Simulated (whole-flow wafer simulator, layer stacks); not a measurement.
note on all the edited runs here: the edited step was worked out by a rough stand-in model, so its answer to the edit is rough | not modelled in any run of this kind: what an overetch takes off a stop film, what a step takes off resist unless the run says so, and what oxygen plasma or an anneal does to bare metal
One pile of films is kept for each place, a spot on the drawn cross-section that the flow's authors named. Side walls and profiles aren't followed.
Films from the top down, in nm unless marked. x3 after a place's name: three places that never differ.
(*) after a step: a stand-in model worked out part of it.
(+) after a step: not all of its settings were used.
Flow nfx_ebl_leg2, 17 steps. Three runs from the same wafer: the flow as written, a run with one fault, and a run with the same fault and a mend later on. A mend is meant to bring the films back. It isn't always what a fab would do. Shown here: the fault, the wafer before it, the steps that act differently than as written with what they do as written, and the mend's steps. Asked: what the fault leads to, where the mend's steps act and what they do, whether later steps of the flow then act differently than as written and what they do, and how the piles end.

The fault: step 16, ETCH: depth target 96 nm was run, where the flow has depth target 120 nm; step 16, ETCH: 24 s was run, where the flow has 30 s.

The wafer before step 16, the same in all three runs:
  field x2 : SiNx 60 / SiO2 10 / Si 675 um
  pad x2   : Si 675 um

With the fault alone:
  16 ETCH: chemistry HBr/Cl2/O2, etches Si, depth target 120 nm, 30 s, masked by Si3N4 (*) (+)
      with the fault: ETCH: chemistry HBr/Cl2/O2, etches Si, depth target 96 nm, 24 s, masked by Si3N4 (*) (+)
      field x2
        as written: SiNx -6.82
        with the fault: SiNx -5.45
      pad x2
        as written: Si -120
        with the fault: Si -96
  No later step of the flow acts differently than as written at any place that is followed.
  At the end the piles differ from the flow's by more than 2% or 0.5 nm, whichever is larger, at field x2.
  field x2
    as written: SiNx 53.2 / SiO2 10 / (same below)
    with the fault: SiNx 54.5 / SiO2 10 / (same below)

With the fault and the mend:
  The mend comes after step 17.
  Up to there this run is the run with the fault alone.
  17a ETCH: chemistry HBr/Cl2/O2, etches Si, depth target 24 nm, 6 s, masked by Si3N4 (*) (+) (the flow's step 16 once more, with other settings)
      field x2
        SiNx -1.36
      pad x2
        Si -24
  No later step of the flow acts differently than as written at any place that is followed.
  At the end the piles are the same as the flow's at every place that both follow.
